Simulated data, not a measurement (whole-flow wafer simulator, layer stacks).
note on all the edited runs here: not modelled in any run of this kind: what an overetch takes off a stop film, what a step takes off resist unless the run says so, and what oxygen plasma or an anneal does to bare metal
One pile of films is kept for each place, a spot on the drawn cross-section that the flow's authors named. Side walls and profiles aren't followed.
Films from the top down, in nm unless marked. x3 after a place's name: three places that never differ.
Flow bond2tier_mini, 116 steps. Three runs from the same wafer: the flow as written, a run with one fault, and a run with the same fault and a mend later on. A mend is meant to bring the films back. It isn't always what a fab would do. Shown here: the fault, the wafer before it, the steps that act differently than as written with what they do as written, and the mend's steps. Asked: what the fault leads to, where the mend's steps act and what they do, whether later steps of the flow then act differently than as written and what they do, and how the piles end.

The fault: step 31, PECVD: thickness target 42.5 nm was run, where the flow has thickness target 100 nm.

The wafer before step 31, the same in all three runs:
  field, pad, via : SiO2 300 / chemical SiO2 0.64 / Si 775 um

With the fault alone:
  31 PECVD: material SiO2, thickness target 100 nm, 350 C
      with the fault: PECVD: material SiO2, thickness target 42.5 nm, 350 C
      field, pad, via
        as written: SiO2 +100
        with the fault: SiO2 +42.5
  No later step of the flow acts differently than as written at any place that is followed.
  At the end the piles differ from the flow's by more than 2% or 0.5 nm, whichever is larger, at field, pad.
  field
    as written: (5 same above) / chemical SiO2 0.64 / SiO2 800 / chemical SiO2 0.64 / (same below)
    with the fault: (5 same above) / chemical SiO2 0.64 / SiO2 742.5 / chemical SiO2 0.64 / (same below)
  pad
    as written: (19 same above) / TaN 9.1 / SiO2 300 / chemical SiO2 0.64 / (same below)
    with the fault: (19 same above) / TaN 9.1 / SiO2 242.5 / chemical SiO2 0.64 / (same below)

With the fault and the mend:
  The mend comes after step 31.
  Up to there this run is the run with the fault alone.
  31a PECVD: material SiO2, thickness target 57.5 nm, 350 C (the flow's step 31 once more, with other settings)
      field, pad, via
        SiO2 +57.5
  No later step of the flow acts differently than as written at any place that is followed.
  At the end the piles are the same as the flow's at every place that both follow.
